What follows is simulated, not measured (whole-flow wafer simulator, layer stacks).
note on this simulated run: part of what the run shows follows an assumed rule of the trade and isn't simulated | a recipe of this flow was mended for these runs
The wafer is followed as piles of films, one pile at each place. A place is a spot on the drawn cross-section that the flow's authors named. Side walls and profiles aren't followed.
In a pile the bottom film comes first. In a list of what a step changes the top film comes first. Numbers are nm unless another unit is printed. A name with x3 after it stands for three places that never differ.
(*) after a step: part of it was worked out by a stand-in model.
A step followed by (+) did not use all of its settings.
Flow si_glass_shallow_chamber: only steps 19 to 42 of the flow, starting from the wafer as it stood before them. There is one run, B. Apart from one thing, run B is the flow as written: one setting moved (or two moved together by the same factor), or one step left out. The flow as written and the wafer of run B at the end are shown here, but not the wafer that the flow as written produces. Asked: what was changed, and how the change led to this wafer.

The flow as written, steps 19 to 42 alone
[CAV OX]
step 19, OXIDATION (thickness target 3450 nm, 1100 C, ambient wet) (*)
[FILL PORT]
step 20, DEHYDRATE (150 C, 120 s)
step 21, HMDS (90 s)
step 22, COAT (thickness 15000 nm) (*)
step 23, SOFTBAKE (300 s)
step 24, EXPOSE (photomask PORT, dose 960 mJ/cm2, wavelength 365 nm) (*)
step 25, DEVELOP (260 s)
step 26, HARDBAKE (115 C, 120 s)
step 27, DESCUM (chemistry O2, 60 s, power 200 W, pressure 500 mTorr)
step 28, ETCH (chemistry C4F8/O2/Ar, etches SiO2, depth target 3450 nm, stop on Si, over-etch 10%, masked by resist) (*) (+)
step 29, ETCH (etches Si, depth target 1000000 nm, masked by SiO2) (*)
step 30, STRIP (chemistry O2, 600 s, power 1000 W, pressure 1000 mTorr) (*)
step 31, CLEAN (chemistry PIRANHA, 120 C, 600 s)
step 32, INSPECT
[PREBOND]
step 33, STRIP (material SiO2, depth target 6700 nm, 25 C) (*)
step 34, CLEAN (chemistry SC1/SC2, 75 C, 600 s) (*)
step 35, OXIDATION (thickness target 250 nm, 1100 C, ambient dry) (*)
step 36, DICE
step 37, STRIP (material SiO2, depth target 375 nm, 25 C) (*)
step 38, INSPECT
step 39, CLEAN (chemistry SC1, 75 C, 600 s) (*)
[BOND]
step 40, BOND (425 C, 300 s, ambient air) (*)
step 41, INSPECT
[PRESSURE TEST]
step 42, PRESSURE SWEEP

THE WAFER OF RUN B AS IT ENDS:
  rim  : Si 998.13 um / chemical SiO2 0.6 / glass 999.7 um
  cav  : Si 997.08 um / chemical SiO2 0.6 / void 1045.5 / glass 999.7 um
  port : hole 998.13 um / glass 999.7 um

Cause: step 19, OXIDATION: thickness target 3191 nm was run, whereas the flow has thickness target 3450 nm.

Step by step, how the change led to this:
  step 19, OXIDATION (thickness target 3450 nm, 1100 C, ambient wet) (*)
      rim, ramp, septum, ring: SiO2 gains 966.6, Si loses 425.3 (as written it would have been: SiO2 gains 1110.9, Si loses 488.8)
      cav, port: SiO2 gains 3191 (new film), chemical SiO2 loses 0.6 (all of it), Si loses 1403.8 (as written it would have been: SiO2 gains 3450 (new film), chemical SiO2 loses 0.6 (all of it), Si loses 1517.7)
  step 22, COAT (thickness 15000 nm) (*)
      rim: thick-i-line-resist gains 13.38 um (new film) (as written it would have been: thick-i-line-resist gains 13.4 um (new film))
      ramp: thick-i-line-resist gains 12.86 um (new film) (as written it would have been: thick-i-line-resist gains 12.89 um (new film))
      (and at 2 other places as well)
  step 25, DEVELOP (260 s)
      port: thick-i-line-resist loses 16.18 um (all of it) (as written it would have been: thick-i-line-resist loses 16.16 um (all of it))
  step 28, ETCH (chemistry C4F8/O2/Ar, etches SiO2, depth target 3450 nm, stop on Si, over-etch 10%, masked by resist) (*) (+)
      rim, ramp, cav, septum, ring: thick-i-line-resist loses 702 (as written it would have been: thick-i-line-resist loses 759)
      port: SiO2 loses 3191 (all of it), Si loses 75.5 (as written it would have been: SiO2 loses 3450 (all of it), Si loses 43.1)
  step 29, ETCH (etches Si, depth target 1000000 nm, masked by SiO2) (*)
      rim, ramp: thick-i-line-resist loses 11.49 um (all of it), SiO2 loses 1610.3 (as written it would have been: thick-i-line-resist loses 11.47 um (all of it), SiO2 loses 1617.3)
      port: hole gains 997.13 um (new film), Si loses 997.13 um (all of it) (as written it would have been: hole gains 997.05 um (new film), Si loses 997.05 um (all of it))
      (and at 2 other places as well)
  step 30, STRIP (chemistry O2, 600 s, power 1000 W, pressure 1000 mTorr) (*)
      cav: thick-i-line-resist loses 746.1 (all of it) (as written it would have been: thick-i-line-resist loses 669.6 (all of it))
  step 33, STRIP (material SiO2, depth target 6700 nm, 25 C) (*)
      rim, ramp: SiO2 loses 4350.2 (all of it) (as written it would have been: SiO2 loses 4487.5 (all of it))
      cav: SiO2 loses 3191 (all of it) (as written it would have been: SiO2 loses 3450 (all of it))
      (and at 2 other places as well)
  step 40, BOND (425 C, 300 s, ambient air) (*)
      cav: glass gains 999.7 um (new film), void gains 1045.5 (new film) (as written it would have been: glass gains 999.7 um (new film), void gains 1095.9 (new film))
